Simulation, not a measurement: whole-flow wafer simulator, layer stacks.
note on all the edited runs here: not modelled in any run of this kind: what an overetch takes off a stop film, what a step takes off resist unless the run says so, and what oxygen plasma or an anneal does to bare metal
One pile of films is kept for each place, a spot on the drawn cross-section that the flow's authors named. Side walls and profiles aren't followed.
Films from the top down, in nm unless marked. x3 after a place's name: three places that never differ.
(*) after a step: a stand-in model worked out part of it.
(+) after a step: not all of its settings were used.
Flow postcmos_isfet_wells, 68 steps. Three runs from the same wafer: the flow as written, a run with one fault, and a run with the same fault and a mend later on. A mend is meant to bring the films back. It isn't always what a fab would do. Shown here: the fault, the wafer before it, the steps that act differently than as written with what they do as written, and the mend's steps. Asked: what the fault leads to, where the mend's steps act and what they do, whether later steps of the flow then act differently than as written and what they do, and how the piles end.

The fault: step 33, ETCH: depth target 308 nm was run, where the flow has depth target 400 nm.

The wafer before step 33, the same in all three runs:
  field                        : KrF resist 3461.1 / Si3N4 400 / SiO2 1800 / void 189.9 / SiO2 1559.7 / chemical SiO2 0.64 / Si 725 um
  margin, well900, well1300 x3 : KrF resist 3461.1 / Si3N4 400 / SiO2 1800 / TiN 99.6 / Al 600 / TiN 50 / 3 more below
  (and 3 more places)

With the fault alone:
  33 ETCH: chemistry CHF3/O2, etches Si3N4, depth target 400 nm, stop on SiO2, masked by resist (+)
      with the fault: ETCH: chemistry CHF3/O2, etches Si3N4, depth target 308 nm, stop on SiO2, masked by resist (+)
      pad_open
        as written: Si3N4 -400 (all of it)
        with the fault: Si3N4 -308
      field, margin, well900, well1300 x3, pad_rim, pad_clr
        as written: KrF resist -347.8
        with the fault: KrF resist -267.8
  Later steps of the flow that act differently than as written (8 more steps differ only slightly, by at most 2% or 0.5 nm, whichever is larger, and aren't shown):
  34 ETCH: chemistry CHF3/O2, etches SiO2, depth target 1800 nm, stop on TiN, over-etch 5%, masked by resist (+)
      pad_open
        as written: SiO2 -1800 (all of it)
        with the fault: Si3N4 -92 (all of it), SiO2 -1703.4
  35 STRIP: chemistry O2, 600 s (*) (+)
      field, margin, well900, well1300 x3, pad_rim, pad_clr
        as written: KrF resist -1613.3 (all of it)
        with the fault: KrF resist -1693.3 (all of it)
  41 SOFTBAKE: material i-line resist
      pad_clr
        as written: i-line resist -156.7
        with the fault: i-line resist -147
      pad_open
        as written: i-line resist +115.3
        with the fault: i-line resist +111.1
  At the end the piles differ from the flow's by more than 2% or 0.5 nm, whichever is larger, at pad_open.
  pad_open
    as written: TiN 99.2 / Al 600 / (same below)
    with the fault: SiO2 96.6 / TiN 99.6 / Al 600 / (same below)

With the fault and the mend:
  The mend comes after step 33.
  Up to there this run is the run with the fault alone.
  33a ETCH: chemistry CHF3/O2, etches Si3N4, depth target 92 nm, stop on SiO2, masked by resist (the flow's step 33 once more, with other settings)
      field, margin, well900, well1300 x3, pad_rim, pad_clr
        KrF resist -80
      pad_open
        Si3N4 -92 (all of it)
  No later step of the flow acts differently than as written at any place that is followed.
  At the end the piles are the same as the flow's at every place that both follow.
